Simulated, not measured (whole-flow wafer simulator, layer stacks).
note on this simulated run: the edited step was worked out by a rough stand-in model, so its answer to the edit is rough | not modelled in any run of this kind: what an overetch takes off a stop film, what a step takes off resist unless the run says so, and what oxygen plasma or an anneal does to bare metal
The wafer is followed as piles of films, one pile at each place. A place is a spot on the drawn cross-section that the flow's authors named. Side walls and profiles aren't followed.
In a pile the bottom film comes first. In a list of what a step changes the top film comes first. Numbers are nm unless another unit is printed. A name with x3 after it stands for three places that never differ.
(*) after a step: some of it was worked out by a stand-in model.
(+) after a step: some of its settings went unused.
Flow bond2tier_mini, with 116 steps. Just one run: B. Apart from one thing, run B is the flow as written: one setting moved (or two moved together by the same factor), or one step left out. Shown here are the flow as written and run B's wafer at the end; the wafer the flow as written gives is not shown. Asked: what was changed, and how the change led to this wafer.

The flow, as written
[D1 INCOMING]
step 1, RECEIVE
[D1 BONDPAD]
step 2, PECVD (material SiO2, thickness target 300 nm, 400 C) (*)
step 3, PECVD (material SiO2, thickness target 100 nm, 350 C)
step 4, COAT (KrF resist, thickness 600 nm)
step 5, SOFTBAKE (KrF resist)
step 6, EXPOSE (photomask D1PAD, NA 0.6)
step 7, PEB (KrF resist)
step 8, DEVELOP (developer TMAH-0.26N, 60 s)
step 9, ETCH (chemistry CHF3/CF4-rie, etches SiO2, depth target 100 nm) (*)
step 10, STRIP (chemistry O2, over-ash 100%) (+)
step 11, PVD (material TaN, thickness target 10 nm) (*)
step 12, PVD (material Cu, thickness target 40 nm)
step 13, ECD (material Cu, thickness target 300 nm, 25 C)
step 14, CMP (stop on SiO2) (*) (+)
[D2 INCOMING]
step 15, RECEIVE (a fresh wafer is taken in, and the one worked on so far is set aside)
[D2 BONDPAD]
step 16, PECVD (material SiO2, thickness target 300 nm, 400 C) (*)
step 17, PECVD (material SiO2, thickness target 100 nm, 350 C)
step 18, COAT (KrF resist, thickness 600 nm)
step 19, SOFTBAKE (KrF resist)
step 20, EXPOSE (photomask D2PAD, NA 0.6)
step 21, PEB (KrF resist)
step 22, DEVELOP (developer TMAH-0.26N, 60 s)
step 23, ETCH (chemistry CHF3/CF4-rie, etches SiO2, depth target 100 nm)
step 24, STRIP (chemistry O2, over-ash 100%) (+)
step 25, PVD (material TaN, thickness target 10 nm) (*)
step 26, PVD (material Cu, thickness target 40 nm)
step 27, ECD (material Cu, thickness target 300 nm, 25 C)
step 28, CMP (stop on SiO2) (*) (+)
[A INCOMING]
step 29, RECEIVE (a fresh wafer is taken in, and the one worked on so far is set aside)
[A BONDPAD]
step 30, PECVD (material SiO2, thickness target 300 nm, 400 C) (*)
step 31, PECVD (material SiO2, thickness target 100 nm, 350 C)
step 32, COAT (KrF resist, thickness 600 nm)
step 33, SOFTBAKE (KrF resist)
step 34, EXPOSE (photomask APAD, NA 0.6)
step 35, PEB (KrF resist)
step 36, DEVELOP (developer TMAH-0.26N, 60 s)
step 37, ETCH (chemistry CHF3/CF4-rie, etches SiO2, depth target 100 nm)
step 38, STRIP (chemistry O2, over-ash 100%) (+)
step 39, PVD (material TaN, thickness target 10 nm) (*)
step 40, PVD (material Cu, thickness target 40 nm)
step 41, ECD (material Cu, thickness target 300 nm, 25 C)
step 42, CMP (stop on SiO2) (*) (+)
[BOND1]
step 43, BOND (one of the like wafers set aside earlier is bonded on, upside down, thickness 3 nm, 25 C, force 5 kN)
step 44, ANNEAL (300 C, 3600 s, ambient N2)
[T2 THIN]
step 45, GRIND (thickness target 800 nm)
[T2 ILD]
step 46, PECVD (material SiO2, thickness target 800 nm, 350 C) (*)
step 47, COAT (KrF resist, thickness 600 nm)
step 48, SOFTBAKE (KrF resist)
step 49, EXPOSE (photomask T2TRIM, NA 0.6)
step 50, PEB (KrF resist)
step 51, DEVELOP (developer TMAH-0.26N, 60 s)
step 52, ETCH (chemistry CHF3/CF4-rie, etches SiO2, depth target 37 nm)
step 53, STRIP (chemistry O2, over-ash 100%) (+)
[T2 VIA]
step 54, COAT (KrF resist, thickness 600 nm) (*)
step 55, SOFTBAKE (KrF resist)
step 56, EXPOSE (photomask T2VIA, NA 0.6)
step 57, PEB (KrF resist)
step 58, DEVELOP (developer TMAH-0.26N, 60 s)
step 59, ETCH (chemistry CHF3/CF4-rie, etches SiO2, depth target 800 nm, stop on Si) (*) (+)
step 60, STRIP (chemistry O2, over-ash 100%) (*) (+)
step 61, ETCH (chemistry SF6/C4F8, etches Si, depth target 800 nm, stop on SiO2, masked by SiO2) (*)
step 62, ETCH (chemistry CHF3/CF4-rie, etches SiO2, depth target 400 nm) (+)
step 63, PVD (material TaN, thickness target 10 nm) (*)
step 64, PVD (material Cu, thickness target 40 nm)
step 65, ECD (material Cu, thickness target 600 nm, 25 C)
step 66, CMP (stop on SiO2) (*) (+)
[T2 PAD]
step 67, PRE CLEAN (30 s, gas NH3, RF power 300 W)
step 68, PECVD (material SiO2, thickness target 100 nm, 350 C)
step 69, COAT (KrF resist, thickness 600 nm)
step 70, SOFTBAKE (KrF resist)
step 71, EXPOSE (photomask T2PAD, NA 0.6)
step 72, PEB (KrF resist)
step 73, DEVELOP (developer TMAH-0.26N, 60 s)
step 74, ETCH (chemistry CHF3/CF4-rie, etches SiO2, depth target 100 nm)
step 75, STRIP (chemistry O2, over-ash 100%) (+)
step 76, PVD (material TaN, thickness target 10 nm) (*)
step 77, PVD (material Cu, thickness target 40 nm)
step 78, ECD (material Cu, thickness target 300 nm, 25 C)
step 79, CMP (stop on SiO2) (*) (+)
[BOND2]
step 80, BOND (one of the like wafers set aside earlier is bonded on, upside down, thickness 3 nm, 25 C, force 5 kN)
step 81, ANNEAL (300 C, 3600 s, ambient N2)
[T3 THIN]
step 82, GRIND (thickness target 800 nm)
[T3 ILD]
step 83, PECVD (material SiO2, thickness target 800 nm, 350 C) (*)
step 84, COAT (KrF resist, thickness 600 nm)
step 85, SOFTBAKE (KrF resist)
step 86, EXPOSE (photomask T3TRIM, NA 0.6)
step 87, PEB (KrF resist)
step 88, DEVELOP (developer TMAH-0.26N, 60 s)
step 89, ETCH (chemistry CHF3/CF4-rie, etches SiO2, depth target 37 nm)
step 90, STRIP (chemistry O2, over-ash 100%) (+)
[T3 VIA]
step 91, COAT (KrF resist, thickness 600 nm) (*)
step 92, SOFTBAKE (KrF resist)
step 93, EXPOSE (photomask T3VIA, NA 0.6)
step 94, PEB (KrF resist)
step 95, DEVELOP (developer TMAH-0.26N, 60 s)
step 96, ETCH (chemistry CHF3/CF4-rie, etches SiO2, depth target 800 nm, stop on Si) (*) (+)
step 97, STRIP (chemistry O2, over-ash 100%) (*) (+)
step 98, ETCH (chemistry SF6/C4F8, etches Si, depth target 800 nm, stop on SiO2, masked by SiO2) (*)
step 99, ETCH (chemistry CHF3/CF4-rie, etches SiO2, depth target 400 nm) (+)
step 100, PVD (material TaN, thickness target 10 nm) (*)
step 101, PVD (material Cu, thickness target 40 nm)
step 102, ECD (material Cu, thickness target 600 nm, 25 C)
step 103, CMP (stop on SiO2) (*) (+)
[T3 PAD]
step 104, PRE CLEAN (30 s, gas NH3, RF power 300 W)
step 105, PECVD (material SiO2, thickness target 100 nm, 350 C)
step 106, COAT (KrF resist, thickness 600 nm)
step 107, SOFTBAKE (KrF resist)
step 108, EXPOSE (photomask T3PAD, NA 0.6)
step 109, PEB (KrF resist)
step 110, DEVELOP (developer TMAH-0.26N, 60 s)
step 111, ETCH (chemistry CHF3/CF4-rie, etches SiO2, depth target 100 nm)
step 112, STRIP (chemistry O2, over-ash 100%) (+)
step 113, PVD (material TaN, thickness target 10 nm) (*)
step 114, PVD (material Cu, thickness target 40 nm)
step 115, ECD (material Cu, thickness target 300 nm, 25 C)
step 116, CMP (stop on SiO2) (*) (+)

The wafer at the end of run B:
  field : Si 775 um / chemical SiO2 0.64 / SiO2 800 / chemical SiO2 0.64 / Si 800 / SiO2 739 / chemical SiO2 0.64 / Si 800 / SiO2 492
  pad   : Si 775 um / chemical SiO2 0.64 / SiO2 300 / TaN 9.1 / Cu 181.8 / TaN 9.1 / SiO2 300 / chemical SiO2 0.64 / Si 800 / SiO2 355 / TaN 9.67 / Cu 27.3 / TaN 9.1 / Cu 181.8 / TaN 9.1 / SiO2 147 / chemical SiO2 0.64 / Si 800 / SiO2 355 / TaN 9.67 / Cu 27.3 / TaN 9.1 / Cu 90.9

Cause: step 16, PECVD: thickness target 147 nm was run, while the flow as written has thickness target 300 nm.
The wafer itself shows it: pad has SiO2 147, and step 16 as written asks for 300 nm.

The path from the change to this, step by step:
  step 16, PECVD (material SiO2, thickness target 300 nm, 400 C) (*)
      field, pad, via: SiO2 gains 147 (new film) (it would be, as written: SiO2 gains 300 (new film))
  step 80, BOND (one of the like wafers set aside earlier is bonded on, upside down, thickness 3 nm, 25 C, force 5 kN)
      field: Si gains 775 um (new film), chemical SiO2 gains 0.64 (new film), SiO2 gains 247 (it would be, as written: Si gains 775 um (new film), chemical SiO2 gains 0.64 (new film), SiO2 gains 400)
      pad: Si gains 775 um (new film), chemical SiO2 gains 0.64 (new film), SiO2 gains 147 (new film), TaN gains 9.1 (new film), Cu gains 90.9 (it would be, as written: Si gains 775 um (new film), chemical SiO2 gains 0.64 (new film), SiO2 gains 300 (new film), TaN gains 9.1 (new film), Cu gains 90.9)
